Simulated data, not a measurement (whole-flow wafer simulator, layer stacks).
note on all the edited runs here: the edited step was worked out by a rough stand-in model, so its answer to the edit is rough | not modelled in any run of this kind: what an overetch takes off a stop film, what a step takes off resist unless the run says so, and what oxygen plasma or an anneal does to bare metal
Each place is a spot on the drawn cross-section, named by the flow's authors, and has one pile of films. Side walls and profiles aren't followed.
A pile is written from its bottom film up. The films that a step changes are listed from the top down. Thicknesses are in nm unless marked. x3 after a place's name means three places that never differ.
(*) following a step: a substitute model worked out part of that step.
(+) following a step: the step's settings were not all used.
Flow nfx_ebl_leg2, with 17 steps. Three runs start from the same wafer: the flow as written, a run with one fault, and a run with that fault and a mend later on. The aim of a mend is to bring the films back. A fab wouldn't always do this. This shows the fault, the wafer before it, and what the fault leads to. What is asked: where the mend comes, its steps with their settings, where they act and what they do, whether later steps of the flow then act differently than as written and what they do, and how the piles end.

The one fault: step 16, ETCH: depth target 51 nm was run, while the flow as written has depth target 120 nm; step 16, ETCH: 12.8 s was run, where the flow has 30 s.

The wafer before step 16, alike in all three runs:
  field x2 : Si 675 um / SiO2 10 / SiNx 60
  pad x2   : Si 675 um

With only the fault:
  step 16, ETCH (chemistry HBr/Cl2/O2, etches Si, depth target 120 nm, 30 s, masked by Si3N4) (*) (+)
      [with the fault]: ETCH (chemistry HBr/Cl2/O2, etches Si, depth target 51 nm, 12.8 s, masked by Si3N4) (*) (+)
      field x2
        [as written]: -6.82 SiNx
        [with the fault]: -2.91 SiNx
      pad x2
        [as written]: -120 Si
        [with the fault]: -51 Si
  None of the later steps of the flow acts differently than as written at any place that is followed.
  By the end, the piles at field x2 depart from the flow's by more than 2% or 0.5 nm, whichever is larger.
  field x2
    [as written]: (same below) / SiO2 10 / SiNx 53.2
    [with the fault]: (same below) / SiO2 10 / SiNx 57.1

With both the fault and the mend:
  The mend stands after step 17.
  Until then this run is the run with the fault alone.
  step 17a, ETCH (chemistry HBr/Cl2/O2, etches Si, depth target 69 nm, 17.25 s, masked by Si3N4) (*) (+) (a further turn of the flow's step 16, with different settings)
      field x2
        -3.92 SiNx
      pad x2
        -69 Si
  None of the later steps of the flow acts differently than as written at any place that is followed.
  At every place that both follow, the piles at the end match the flow's.
